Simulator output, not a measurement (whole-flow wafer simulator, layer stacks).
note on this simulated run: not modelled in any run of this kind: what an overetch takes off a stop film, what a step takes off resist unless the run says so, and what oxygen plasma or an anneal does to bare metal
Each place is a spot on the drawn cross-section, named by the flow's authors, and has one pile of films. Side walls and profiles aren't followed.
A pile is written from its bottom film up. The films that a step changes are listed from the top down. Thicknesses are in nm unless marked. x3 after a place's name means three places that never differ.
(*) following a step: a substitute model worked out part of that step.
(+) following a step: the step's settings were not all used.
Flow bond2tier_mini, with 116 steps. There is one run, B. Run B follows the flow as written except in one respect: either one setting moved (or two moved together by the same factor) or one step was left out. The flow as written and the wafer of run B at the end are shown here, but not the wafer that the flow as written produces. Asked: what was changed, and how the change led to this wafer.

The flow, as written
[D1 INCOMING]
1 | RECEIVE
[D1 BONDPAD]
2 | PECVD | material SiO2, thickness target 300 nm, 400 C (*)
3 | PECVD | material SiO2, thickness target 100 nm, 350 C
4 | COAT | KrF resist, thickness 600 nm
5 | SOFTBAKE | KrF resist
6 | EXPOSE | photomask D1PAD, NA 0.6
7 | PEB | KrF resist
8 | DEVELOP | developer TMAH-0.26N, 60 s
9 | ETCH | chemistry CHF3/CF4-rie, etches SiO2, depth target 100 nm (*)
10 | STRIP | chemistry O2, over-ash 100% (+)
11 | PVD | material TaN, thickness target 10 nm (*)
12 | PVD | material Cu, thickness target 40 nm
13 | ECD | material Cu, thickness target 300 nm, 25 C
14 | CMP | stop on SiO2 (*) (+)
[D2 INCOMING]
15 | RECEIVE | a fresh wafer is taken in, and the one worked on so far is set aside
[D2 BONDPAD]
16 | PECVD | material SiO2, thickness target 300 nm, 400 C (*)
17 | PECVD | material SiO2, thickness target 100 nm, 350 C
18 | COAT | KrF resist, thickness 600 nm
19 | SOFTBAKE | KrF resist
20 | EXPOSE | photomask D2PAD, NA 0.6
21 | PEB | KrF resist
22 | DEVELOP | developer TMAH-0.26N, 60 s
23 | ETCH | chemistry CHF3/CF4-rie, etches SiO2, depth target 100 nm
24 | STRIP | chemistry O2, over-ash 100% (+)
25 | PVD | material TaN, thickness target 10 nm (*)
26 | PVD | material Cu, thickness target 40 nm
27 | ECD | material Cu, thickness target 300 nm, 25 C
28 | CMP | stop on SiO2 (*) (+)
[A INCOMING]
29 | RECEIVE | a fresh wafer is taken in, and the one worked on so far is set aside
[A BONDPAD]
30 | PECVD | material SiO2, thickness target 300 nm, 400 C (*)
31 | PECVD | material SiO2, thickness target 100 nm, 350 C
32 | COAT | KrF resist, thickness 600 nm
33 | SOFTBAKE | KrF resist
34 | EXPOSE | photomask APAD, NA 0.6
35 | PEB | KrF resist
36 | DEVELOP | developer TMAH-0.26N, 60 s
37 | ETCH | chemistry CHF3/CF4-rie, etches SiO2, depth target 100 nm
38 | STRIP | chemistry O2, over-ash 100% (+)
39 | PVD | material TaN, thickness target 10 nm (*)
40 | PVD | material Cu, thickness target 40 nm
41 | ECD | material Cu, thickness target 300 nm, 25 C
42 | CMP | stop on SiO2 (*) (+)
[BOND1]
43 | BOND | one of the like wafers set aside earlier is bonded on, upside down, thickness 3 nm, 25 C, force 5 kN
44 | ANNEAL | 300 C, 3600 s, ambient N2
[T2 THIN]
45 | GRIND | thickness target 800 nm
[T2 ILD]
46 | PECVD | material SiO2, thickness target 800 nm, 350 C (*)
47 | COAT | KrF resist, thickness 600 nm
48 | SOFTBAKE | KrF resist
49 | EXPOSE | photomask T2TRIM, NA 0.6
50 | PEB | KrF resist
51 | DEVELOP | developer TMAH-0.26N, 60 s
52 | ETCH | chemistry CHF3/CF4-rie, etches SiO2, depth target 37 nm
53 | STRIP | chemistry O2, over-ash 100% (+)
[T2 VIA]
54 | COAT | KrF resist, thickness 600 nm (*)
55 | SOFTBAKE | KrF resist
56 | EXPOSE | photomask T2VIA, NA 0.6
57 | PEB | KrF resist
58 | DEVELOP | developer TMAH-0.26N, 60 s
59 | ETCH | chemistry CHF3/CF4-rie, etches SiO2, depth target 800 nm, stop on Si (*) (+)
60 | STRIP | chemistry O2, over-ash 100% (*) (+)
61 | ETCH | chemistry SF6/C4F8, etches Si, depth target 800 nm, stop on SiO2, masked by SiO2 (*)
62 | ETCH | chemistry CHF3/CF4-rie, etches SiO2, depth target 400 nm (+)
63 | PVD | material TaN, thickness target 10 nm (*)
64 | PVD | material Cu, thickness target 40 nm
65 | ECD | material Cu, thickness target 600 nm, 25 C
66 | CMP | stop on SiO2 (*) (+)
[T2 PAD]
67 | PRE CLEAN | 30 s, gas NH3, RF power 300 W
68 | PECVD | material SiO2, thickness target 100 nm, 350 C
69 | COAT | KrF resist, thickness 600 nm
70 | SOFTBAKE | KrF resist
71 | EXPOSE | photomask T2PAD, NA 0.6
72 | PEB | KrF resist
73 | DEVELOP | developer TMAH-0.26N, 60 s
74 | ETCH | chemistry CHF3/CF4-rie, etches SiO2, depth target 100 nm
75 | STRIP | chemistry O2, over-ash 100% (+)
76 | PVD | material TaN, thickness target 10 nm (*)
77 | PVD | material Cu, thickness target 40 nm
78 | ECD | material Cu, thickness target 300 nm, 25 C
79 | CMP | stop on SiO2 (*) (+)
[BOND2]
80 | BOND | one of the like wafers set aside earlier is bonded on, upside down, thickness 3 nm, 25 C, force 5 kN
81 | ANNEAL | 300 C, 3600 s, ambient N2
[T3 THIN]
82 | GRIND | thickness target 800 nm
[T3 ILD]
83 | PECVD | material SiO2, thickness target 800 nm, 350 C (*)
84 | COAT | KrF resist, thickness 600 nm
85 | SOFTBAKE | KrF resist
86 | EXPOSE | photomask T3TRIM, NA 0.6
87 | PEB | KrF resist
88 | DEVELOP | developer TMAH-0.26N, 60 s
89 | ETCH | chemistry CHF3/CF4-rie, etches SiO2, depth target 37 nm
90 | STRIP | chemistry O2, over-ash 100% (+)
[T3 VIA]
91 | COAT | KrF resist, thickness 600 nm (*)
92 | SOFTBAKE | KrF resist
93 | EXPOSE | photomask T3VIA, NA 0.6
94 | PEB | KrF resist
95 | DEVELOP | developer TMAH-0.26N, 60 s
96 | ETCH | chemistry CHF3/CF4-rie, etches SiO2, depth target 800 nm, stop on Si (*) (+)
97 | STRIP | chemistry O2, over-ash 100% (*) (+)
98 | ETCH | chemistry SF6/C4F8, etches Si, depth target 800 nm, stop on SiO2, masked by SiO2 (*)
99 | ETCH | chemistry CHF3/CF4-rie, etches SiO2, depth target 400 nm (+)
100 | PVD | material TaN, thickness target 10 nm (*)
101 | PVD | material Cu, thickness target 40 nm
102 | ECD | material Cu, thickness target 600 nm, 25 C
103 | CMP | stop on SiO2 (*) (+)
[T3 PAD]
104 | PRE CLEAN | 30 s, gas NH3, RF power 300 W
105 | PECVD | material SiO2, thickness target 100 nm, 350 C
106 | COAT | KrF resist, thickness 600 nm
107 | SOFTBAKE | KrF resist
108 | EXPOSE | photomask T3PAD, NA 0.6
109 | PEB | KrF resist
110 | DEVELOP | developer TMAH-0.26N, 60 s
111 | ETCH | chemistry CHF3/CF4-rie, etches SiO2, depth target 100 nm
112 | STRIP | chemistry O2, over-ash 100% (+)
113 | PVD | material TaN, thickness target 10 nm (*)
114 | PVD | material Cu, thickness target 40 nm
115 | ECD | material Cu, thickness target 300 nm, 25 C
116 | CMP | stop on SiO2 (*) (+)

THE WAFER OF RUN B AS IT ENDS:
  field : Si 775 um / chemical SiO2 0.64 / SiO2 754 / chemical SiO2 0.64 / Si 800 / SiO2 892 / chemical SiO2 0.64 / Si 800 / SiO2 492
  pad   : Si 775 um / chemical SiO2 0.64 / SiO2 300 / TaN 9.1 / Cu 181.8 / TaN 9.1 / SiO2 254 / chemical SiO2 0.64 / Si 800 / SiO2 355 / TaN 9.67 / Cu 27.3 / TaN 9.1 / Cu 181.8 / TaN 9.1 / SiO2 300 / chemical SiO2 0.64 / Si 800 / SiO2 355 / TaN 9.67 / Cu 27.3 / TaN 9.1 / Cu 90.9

What caused this: step 3, PECVD: thickness target 54 nm was run, whereas the flow has thickness target 100 nm.

Step by step, how the change led to this:
  3 | PECVD | material SiO2, thickness target 100 nm, 350 C
      field, pad, via: SiO2 gains 54 (it would be, as written: SiO2 gains 100)
  43 | BOND | one of the like wafers set aside earlier is bonded on, upside down, thickness 3 nm, 25 C, force 5 kN
      field: Si gains 775 um (new film), chemical SiO2 gains 0.64 (new film), SiO2 gains 354 (it would be, as written: Si gains 775 um (new film), chemical SiO2 gains 0.64 (new film), SiO2 gains 400)
      pad: Si gains 775 um (new film), chemical SiO2 gains 0.64 (new film), SiO2 gains 254 (new film), TaN gains 9.1 (new film), Cu gains 90.9 (it would be, as written: Si gains 775 um (new film), chemical SiO2 gains 0.64 (new film), SiO2 gains 300 (new film), TaN gains 9.1 (new film), Cu gains 90.9)
      (and at 1 other place as well)
